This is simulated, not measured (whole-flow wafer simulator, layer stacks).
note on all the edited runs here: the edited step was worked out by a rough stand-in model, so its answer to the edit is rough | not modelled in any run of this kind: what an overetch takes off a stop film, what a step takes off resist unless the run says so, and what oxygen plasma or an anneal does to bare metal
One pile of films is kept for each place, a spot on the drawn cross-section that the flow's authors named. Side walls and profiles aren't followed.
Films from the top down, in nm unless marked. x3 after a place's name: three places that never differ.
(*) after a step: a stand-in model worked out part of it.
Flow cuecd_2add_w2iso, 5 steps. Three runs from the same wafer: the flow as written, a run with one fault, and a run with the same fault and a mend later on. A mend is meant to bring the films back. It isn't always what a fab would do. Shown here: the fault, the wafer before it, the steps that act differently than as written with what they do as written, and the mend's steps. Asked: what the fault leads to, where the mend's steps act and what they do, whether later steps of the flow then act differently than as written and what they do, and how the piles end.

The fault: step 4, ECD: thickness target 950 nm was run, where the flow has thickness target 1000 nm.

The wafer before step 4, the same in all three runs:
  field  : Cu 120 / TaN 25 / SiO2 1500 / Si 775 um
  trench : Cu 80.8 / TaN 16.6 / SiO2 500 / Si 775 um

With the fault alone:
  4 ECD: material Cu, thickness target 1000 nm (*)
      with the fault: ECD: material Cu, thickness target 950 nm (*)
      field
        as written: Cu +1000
        with the fault: Cu +950
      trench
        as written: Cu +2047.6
        with the fault: Cu +1997.6
  No later step of the flow acts differently than as written at any place that is followed.
  At the end the piles differ from the flow's by more than 2% or 0.5 nm, whichever is larger, at field, trench.
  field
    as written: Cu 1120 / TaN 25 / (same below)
    with the fault: Cu 1070 / TaN 25 / (same below)
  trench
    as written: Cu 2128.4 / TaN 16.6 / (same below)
    with the fault: Cu 2078.4 / TaN 16.6 / (same below)

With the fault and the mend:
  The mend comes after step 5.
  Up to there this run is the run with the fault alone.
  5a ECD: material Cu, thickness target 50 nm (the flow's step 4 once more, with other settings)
      field, trench
        Cu +50
  No later step of the flow acts differently than as written at any place that is followed.
  At the end the piles are the same as the flow's at every place that both follow.
